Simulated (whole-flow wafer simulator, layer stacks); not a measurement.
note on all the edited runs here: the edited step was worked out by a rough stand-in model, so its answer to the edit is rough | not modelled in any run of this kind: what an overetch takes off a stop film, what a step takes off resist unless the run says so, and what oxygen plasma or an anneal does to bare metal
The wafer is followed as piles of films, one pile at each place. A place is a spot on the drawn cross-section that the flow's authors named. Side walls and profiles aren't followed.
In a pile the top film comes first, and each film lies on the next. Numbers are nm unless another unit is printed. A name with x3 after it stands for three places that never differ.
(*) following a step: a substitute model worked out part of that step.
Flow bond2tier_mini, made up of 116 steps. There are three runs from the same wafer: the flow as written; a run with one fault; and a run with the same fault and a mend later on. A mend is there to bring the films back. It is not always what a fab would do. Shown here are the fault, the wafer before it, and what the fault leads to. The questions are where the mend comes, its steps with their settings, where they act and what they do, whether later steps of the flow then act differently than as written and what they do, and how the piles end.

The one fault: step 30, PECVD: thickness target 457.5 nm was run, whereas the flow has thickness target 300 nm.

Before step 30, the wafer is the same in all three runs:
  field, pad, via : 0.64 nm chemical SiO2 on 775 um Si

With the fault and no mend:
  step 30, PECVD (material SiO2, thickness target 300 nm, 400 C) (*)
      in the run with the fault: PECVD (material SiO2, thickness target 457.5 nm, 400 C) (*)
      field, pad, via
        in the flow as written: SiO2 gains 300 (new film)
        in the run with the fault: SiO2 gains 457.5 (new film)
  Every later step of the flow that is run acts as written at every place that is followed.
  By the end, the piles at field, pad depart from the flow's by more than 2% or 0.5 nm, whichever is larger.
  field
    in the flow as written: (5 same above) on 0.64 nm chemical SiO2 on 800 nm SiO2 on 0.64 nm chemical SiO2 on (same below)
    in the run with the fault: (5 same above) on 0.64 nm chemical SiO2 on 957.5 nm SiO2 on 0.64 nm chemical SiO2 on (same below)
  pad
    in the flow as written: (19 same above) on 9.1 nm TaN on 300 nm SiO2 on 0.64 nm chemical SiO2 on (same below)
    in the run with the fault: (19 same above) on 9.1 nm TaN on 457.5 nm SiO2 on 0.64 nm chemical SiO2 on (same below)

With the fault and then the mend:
  The mend stands after step 30.
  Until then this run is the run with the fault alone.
  step 30a, ETCH (chemistry CHF3/CF4-rie, etches SiO2, depth target 157.5 nm) (the flow's step 9 again, with other settings)
      field, pad, via
        SiO2 loses 157.5
  Every later step of the flow that is run acts as written at every place that is followed.
  By the end, the piles equal the flow's at every place that both follow.
